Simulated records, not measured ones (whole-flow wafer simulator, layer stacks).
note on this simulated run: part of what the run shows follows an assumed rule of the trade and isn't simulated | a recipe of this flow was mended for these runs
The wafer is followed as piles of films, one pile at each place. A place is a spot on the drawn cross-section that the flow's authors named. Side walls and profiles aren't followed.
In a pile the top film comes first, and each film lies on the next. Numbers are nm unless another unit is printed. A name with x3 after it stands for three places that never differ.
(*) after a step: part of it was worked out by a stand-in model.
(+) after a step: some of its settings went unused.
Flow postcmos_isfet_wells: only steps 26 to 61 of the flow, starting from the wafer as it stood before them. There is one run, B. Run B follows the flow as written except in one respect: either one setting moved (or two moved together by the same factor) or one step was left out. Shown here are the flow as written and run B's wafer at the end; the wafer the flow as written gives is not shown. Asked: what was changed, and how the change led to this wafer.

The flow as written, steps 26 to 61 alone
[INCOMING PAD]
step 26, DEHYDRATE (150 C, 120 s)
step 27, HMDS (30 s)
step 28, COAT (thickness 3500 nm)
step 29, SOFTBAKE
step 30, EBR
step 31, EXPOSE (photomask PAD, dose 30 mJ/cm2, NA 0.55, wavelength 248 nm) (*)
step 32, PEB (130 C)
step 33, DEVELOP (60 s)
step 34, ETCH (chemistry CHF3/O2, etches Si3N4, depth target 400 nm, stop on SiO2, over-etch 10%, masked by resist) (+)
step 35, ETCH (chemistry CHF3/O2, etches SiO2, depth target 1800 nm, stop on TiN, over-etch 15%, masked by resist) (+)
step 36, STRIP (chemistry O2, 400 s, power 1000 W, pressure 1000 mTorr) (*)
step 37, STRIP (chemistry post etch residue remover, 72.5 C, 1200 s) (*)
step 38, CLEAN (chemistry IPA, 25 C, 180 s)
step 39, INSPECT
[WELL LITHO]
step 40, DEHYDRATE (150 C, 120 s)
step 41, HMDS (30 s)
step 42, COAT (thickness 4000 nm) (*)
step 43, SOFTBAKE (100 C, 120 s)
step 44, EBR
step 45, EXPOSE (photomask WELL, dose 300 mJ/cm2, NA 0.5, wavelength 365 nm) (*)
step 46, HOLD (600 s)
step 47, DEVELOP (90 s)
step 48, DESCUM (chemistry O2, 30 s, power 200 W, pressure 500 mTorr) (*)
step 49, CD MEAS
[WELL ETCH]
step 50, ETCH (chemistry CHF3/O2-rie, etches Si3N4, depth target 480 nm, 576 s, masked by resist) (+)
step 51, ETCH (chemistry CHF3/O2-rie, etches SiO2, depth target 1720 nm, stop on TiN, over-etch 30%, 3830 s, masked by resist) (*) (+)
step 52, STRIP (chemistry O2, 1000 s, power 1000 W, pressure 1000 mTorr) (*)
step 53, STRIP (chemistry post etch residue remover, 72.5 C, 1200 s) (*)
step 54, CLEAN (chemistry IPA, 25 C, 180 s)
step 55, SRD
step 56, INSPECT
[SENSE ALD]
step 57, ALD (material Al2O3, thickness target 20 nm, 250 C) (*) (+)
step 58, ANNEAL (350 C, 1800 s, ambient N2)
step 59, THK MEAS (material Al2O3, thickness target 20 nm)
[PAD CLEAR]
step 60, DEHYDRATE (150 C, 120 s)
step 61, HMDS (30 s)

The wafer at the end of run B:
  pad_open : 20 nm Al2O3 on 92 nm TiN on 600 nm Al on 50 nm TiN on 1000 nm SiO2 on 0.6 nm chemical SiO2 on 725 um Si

The reason: step 34, ETCH: depth target 200 nm was run, while the flow as written has depth target 400 nm.

How this came from the change, step by step:
  step 34, ETCH (chemistry CHF3/O2, etches Si3N4, depth target 400 nm, stop on SiO2, over-etch 10%, masked by resist) (+)
      pad_open: -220 Si3N4 (in the flow as written it would be: -400 Si3N4 (all of it), -20 SiO2)
      field, margin x2, well900 x4, pad_clr: -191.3 thick-KrF-resist (in the flow as written it would be: -382.6 thick-KrF-resist)
  step 35, ETCH (chemistry CHF3/O2, etches SiO2, depth target 1800 nm, stop on TiN, over-etch 15%, masked by resist) (+)
      pad_open: -180 Si3N4 (all of it), -1800 SiO2 (all of it), -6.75 TiN (in the flow as written it would be: -1780 SiO2 (all of it), -24.2 TiN)
  step 36, STRIP (chemistry O2, 400 s, power 1000 W, pressure 1000 mTorr) (*)
      field, margin x2, well900 x4, pad_clr: -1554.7 thick-KrF-resist (all of it) (in the flow as written it would be: -1382.5 thick-KrF-resist (all of it))
